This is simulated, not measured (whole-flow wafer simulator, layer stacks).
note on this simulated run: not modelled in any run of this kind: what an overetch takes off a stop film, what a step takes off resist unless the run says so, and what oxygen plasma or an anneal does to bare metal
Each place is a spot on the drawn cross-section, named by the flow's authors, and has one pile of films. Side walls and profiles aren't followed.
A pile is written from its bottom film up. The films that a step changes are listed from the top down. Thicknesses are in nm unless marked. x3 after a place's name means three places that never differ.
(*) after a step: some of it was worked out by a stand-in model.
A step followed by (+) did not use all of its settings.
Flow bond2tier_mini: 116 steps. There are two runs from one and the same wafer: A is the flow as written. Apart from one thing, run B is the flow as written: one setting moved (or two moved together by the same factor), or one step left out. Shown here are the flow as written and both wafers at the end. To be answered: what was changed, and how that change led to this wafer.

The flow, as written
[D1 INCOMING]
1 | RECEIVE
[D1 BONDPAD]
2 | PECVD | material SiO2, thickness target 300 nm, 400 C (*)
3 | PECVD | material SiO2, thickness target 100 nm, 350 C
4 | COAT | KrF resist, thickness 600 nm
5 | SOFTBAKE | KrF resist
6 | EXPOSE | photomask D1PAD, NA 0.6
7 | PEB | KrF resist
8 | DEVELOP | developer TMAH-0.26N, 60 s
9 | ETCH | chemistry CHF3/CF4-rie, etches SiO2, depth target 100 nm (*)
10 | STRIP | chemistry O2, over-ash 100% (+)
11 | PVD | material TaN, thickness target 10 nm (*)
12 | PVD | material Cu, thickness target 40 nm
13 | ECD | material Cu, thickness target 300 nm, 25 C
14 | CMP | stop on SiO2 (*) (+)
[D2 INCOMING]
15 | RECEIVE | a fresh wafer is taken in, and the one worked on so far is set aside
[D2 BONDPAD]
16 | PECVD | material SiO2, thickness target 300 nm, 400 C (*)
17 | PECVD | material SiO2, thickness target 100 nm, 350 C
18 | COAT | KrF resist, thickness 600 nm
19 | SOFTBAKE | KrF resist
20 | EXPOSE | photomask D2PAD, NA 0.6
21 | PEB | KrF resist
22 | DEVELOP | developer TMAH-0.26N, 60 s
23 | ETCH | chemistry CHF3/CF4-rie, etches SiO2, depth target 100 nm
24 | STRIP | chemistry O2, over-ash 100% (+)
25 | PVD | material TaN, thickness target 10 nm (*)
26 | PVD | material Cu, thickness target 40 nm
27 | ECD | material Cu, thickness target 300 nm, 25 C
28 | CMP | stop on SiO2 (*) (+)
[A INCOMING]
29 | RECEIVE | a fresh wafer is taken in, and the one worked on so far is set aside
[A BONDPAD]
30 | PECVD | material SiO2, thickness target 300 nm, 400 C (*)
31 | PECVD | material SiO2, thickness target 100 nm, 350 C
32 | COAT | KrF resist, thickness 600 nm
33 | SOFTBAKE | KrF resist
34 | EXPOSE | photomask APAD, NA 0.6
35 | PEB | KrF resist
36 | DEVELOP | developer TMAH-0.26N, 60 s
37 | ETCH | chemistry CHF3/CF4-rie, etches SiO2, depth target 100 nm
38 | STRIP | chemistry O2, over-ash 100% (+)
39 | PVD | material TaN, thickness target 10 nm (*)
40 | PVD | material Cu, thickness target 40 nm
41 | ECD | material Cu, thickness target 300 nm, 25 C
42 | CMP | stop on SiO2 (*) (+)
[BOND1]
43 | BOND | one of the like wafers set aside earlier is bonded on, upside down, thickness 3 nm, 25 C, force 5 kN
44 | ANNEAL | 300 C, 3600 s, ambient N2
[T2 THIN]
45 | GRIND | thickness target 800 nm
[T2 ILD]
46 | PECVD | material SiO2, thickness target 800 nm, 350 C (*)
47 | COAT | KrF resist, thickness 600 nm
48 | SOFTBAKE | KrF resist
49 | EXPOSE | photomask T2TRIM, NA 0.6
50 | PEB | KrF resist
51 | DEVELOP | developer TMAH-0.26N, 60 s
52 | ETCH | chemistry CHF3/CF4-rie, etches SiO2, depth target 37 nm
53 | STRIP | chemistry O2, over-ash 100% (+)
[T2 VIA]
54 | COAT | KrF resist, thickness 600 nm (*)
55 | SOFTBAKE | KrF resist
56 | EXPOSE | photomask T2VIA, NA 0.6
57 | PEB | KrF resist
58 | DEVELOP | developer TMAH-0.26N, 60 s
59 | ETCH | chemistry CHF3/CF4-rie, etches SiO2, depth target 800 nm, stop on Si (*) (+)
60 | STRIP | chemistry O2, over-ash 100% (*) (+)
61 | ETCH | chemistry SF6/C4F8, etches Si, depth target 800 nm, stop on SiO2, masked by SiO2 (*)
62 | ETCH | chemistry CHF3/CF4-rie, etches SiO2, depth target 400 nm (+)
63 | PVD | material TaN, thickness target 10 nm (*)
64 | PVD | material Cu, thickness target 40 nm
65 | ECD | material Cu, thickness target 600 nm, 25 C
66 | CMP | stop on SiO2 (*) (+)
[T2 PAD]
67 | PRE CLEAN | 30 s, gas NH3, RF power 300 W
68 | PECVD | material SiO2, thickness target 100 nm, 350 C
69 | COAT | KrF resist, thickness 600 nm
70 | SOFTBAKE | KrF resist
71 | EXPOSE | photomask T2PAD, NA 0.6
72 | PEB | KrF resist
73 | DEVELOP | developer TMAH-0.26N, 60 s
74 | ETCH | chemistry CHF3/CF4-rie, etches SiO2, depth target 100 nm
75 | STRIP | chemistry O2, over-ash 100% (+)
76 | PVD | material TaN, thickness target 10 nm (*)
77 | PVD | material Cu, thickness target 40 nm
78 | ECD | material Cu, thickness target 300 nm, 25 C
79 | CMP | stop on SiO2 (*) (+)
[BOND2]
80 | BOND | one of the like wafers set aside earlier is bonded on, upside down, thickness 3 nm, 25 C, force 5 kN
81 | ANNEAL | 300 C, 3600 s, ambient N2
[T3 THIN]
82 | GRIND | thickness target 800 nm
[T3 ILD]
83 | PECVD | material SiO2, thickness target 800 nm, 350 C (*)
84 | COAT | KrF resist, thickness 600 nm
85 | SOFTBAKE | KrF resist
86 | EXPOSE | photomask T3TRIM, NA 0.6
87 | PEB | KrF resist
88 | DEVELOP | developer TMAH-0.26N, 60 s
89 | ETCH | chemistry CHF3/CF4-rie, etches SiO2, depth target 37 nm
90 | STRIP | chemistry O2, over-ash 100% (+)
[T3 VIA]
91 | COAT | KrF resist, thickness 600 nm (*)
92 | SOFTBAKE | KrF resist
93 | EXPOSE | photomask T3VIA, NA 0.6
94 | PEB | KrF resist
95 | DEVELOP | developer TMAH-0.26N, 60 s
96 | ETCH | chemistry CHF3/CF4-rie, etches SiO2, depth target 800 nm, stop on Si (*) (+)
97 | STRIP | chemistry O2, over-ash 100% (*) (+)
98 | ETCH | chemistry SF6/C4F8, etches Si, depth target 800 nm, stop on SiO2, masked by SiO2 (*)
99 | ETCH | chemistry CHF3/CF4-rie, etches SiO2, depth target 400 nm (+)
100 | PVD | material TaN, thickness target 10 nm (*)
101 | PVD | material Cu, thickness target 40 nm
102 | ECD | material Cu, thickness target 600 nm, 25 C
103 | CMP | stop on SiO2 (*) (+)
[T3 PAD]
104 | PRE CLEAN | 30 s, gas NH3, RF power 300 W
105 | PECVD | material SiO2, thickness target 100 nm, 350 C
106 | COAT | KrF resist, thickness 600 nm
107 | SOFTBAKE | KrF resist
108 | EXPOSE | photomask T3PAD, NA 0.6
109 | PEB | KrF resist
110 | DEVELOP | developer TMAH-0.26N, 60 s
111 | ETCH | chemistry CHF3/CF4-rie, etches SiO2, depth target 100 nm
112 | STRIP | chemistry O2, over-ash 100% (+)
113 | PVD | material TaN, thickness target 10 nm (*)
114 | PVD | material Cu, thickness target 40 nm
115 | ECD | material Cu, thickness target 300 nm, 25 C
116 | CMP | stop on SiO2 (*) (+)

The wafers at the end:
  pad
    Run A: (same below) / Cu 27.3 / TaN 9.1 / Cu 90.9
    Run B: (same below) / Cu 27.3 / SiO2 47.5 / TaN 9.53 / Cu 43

Cause: step 111, ETCH: depth target 52.5 nm was run, whereas the flow has depth target 100 nm.

How this came from the change, step by step:
  111 | ETCH | chemistry CHF3/CF4-rie, etches SiO2, depth target 100 nm
      pad: A SiO2 loses 100 (all of it) | B SiO2 loses 52.5
      field: A KrF resist loses 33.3 | B KrF resist loses 17.5
  112 | STRIP | chemistry O2, over-ash 100% (+)
      field: A KrF resist loses 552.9 (all of it) | B KrF resist loses 568.8 (all of it)
  114 | PVD | material Cu, thickness target 40 nm
      pad: A Cu gains 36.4 (new film) | B Cu gains 38.1 (new film)
  115 | ECD | material Cu, thickness target 300 nm, 25 C
      pad: A Cu gains 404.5 | B Cu gains 354.9
Taking metal films that touch as one body, pad has 4 bodies (between them, from the top down: SiO2 47.5; SiO2 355 / Si 800 / chemical SiO2 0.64 / SiO2 300; SiO2 355 / Si 800 / chemical SiO2 0.64 / SiO2 300); the flow as written gives 3 bodies (between them, from the top down: SiO2 355 / Si 800 / chemical SiO2 0.64 / SiO2 300; SiO2 355 / Si 800 / chemical SiO2 0.64 / SiO2 300).
